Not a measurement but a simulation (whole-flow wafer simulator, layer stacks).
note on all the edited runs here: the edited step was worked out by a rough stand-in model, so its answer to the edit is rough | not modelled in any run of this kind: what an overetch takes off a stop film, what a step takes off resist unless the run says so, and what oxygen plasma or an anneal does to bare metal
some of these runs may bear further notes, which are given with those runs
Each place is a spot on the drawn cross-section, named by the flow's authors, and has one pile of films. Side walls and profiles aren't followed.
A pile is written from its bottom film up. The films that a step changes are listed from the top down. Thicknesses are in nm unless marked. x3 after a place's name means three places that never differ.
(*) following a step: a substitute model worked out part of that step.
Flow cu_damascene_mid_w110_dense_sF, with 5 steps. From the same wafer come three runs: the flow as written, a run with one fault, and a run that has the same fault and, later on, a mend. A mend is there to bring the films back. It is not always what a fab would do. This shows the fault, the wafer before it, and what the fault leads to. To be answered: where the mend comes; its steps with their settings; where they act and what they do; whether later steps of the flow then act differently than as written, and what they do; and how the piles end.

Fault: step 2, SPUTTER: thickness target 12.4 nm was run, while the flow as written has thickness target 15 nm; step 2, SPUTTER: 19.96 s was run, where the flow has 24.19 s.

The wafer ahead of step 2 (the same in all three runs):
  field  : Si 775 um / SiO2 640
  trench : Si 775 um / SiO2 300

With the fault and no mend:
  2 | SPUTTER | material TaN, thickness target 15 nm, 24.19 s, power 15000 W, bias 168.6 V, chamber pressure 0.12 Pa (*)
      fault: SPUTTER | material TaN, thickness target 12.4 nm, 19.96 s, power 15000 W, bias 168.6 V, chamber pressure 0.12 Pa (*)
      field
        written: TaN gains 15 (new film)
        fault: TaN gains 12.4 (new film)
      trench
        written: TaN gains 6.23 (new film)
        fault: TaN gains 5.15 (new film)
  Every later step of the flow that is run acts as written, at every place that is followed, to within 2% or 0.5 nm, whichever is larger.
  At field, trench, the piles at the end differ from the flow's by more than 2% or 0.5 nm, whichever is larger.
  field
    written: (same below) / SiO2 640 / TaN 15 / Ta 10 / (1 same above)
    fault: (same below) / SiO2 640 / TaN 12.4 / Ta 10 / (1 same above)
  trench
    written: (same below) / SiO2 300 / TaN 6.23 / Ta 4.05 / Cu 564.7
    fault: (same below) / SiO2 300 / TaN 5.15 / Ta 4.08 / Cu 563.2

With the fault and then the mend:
  After step 2 comes the mend.
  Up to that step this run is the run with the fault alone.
  2a | SPUTTER | material TaN, thickness target 2.6 nm, 4.193 s, power 15000 W, bias 168.6 V, chamber pressure 0.12 Pa (*) (the flow's step 2, run once more with other settings)
      field
        TaN gains 2.6
      trench
        TaN gains 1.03
  Every later step of the flow that is run acts as written, at every place that is followed, to within 2% or 0.5 nm, whichever is larger.
  The piles end only slightly different from the flow's at the places that both follow, by no more than 2% or 0.5 nm, whichever is larger.
